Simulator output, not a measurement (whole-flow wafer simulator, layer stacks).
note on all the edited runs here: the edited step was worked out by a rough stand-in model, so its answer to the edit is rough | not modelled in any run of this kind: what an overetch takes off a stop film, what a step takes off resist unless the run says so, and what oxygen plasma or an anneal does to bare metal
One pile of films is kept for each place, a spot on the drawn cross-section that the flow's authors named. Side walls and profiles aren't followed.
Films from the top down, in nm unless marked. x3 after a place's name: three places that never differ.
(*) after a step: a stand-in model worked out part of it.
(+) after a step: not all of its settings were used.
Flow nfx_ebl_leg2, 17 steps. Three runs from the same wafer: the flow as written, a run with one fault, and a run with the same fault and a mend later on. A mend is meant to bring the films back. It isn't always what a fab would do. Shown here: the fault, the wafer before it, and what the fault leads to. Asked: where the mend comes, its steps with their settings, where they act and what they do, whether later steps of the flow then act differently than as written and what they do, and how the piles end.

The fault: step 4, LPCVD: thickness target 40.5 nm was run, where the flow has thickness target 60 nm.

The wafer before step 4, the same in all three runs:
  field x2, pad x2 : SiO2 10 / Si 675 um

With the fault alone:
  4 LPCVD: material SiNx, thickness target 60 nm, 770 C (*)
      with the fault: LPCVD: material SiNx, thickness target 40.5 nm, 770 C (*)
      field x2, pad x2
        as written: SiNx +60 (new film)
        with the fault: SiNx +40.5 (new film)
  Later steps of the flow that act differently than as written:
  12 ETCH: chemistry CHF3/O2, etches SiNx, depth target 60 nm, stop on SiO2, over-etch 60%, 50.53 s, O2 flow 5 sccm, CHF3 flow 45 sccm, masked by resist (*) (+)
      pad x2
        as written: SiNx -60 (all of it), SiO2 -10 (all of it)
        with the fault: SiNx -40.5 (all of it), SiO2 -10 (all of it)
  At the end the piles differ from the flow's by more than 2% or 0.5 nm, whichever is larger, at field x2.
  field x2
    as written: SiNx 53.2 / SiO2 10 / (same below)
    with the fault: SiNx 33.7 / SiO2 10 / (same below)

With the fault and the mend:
  The mend comes after step 5.
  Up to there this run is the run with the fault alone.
  5a LPCVD: material SiNx, thickness target 19.5 nm, 770 C (*) (the flow's step 4 once more, with other settings)
      field x2, pad x2
        SiNx +19.5
  No later step of the flow acts differently than as written at any place that is followed.
  At the end the piles are the same as the flow's at every place that both follow.
